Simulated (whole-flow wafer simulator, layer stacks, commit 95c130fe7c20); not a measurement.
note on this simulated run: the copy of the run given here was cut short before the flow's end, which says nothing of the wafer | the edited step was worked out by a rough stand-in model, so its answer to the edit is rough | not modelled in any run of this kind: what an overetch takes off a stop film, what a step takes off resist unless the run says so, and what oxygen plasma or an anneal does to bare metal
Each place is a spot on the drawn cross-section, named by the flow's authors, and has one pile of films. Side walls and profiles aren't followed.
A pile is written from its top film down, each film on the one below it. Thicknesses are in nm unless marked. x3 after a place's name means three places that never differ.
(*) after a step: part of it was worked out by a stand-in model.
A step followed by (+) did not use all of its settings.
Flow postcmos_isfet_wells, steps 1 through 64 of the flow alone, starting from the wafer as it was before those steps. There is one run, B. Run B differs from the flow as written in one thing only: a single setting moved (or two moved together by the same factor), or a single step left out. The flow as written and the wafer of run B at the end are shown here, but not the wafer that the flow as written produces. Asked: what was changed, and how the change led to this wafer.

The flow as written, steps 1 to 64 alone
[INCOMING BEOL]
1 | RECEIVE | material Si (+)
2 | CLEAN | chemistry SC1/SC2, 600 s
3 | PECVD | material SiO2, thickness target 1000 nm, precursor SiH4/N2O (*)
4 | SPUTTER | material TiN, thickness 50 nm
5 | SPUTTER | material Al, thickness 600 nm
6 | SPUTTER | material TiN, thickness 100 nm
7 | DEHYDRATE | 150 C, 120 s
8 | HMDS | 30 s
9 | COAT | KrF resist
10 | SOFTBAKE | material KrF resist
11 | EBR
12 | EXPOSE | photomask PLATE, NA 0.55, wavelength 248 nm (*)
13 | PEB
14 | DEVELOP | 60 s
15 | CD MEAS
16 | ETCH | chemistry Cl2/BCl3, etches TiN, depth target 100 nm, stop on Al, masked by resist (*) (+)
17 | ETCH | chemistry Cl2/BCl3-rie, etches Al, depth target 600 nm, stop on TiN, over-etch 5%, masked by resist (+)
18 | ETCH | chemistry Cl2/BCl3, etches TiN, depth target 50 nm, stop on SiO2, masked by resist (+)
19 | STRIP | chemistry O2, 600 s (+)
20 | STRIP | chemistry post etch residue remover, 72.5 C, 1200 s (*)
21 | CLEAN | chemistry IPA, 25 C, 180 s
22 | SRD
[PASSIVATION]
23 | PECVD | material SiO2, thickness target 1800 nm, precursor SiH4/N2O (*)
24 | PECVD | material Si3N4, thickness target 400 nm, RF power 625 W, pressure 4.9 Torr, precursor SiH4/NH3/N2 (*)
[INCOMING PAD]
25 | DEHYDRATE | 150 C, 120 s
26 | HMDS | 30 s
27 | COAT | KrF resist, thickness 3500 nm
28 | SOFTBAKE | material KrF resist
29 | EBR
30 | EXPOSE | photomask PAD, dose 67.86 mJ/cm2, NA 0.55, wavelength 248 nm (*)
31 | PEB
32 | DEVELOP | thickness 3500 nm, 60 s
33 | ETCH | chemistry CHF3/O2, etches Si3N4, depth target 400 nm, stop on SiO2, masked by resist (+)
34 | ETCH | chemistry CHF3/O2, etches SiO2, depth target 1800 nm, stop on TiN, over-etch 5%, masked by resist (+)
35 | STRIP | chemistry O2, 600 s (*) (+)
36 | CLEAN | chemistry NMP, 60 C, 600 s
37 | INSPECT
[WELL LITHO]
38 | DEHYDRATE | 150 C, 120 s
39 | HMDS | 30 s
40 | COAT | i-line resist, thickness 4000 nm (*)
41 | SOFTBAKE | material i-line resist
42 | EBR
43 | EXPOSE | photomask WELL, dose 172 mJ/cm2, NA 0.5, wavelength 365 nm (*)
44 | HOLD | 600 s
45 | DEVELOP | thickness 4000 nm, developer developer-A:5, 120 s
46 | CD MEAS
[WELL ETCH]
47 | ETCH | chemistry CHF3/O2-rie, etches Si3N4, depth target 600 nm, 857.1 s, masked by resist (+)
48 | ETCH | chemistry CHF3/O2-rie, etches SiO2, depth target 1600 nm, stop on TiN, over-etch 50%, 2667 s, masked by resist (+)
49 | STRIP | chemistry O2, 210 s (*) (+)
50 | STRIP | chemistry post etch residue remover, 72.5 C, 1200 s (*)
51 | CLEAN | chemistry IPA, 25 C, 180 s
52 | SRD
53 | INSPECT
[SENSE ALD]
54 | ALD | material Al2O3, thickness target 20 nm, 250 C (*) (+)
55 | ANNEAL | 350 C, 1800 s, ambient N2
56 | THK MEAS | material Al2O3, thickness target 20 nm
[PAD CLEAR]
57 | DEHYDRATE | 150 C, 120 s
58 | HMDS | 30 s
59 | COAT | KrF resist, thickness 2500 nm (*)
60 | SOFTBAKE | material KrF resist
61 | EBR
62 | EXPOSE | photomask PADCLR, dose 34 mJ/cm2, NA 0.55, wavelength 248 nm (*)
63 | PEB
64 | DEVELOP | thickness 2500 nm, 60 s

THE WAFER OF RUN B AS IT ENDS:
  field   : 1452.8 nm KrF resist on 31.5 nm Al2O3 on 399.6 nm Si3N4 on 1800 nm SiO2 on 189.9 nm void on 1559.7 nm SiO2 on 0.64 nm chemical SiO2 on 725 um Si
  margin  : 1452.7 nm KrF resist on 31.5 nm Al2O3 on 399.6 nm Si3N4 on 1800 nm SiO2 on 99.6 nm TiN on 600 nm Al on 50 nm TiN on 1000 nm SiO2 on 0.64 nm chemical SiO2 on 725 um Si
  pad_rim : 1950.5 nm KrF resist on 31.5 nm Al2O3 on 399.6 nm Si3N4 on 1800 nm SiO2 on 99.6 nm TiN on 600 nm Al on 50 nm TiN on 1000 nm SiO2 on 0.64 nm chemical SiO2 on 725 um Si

What caused this: step 54, ALD: thickness target 31.5 nm was run, whereas the flow has thickness target 20 nm.
One can read it off the wafer: field has Al2O3 31.5, and step 54 as written asks for 20 nm.

How this came from the change, step by step:
  54 | ALD | material Al2O3, thickness target 20 nm, 250 C (*) (+)
      field, margin, well900, well1300 x3, pad_rim, pad_clr, pad_open: +31.5 Al2O3 (new film) (it would be, as written: +20 Al2O3 (new film))
